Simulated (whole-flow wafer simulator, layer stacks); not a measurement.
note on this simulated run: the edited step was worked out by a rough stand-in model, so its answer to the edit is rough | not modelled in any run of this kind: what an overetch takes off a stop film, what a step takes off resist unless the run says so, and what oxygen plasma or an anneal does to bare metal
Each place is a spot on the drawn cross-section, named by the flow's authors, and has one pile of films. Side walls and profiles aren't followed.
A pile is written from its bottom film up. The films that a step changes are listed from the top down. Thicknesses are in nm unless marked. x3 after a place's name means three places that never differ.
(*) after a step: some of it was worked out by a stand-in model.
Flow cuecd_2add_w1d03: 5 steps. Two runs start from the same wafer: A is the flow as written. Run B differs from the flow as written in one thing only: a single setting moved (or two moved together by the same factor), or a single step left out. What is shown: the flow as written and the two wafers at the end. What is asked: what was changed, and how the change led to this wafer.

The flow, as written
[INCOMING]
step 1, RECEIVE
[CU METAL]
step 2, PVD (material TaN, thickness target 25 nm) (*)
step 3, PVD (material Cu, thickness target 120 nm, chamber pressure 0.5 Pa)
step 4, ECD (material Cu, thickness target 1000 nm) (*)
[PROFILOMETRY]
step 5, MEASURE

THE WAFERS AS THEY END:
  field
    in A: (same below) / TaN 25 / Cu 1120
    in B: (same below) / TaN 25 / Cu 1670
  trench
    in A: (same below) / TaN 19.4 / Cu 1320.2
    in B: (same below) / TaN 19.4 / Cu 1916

The reason: step 4, ECD: thickness target 1550 nm was run, while the flow as written has thickness target 1000 nm.

How this came from the change, step by step:
  step 4, ECD (material Cu, thickness target 1000 nm) (*)
      field: A Cu gains 1000 | B Cu gains 1550
      trench: A Cu gains 1226.8 | B Cu gains 1822.6
